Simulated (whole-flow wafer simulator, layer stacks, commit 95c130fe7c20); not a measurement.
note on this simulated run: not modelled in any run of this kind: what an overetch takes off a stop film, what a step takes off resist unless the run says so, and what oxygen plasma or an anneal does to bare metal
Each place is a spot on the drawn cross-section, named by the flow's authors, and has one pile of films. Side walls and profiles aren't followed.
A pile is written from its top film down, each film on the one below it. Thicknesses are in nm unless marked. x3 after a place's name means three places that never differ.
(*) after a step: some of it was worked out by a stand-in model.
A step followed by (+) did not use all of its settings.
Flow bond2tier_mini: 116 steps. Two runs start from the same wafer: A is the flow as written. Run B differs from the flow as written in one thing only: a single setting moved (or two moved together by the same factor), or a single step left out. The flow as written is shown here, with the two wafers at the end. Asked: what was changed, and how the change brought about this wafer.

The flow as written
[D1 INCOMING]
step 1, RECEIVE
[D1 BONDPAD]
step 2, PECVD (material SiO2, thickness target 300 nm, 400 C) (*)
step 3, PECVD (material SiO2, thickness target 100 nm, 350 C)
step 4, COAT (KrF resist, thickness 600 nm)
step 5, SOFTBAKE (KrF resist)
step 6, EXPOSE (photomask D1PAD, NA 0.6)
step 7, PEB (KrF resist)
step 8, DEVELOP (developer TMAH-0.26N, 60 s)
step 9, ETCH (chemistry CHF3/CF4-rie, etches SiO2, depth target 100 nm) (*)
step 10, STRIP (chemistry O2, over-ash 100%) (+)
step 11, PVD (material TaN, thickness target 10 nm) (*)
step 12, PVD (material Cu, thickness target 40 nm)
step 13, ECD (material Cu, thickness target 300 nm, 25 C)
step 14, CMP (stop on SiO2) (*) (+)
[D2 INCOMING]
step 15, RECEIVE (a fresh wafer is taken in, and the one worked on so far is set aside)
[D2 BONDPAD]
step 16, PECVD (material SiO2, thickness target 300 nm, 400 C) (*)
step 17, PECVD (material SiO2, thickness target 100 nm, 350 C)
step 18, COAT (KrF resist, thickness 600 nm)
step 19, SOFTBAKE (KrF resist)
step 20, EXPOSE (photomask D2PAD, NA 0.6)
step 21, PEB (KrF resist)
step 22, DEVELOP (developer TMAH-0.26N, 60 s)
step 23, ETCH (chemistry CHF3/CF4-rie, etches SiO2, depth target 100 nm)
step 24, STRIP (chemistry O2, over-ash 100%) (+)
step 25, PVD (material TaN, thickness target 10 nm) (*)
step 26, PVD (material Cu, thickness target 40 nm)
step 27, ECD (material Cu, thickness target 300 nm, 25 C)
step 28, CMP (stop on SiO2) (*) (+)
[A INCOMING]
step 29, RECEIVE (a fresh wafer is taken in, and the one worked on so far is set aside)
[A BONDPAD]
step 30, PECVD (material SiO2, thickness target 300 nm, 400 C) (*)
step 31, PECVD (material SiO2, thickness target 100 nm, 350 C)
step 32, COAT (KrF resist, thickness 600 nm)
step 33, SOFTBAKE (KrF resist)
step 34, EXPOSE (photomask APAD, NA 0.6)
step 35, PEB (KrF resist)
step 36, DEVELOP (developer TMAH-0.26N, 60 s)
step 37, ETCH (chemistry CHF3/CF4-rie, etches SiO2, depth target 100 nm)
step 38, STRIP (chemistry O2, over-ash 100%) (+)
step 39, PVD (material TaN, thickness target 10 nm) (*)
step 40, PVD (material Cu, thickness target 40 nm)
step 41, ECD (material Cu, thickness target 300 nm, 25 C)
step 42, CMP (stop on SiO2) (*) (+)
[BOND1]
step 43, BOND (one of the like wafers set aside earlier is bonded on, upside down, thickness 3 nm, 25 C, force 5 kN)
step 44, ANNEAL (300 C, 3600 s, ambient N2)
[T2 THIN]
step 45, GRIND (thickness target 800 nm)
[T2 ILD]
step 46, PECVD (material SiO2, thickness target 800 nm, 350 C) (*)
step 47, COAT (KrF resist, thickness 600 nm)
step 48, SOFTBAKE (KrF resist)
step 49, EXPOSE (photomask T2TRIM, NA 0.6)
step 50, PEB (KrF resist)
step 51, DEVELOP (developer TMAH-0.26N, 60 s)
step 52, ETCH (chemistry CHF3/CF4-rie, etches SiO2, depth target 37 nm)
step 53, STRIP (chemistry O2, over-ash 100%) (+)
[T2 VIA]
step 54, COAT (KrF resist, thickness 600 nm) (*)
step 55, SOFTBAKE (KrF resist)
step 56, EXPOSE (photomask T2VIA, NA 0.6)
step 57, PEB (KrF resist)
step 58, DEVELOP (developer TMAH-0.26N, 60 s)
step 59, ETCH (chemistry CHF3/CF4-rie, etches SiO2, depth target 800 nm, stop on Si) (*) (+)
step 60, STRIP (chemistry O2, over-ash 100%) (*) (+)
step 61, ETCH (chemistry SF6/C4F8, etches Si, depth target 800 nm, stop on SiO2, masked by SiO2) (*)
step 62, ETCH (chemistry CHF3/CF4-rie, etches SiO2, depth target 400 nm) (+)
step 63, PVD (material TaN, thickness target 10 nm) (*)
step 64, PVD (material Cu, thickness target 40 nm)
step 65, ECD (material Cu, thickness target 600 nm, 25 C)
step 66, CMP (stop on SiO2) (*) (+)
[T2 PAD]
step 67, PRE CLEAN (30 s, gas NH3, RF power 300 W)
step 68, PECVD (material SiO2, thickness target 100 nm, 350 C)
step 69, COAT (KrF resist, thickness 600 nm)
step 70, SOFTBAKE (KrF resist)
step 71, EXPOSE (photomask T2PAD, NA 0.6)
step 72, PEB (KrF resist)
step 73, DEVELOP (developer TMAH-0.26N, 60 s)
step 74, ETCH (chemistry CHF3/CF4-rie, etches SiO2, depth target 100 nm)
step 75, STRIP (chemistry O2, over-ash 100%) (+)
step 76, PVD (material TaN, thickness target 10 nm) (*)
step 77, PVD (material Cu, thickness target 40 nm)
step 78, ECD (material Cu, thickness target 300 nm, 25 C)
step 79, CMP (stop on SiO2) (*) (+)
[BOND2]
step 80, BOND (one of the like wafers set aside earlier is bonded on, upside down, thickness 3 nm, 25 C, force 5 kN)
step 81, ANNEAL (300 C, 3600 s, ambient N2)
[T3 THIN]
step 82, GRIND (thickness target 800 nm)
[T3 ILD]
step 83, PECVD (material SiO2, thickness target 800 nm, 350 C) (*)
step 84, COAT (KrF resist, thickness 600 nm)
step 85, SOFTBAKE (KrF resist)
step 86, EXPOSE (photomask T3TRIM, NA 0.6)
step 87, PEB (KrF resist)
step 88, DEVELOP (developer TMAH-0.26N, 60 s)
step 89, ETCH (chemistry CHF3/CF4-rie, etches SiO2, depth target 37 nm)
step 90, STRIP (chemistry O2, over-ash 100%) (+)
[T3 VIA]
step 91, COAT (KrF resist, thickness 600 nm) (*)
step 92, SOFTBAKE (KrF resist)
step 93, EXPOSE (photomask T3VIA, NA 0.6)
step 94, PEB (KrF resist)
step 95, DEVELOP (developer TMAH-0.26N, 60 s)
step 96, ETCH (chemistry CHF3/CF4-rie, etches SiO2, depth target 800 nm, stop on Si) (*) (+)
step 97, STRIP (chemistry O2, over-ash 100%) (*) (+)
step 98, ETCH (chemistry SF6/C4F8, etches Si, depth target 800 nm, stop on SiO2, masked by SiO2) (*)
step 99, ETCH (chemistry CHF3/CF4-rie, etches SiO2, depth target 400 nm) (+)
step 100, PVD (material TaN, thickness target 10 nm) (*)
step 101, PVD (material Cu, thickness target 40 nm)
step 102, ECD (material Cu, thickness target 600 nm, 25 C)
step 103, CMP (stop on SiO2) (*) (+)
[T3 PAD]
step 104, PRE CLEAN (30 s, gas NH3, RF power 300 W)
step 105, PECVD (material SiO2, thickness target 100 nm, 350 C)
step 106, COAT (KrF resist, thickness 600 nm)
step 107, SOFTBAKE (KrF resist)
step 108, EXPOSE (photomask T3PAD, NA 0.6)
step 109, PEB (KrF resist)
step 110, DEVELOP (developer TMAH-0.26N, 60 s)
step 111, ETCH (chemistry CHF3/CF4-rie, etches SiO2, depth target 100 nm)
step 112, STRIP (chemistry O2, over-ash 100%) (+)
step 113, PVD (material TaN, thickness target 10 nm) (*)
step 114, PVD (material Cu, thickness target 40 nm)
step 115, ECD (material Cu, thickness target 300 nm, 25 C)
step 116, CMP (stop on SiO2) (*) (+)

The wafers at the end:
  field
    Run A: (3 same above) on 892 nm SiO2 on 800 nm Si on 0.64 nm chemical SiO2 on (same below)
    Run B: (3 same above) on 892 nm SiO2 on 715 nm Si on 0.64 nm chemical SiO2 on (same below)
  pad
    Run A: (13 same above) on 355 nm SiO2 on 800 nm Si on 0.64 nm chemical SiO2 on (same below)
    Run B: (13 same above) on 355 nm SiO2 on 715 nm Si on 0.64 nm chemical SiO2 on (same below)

What caused this: step 45, GRIND: thickness target 715 nm was run, while the flow as written has thickness target 800 nm.
The wafer lets one read it off: field has Si 715, and step 45 as written asks for 800 nm.

Step by step, how the change led to this:
  step 45, GRIND (thickness target 800 nm)
      field, pad, via: A Si loses 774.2 um | B Si loses 774.28 um
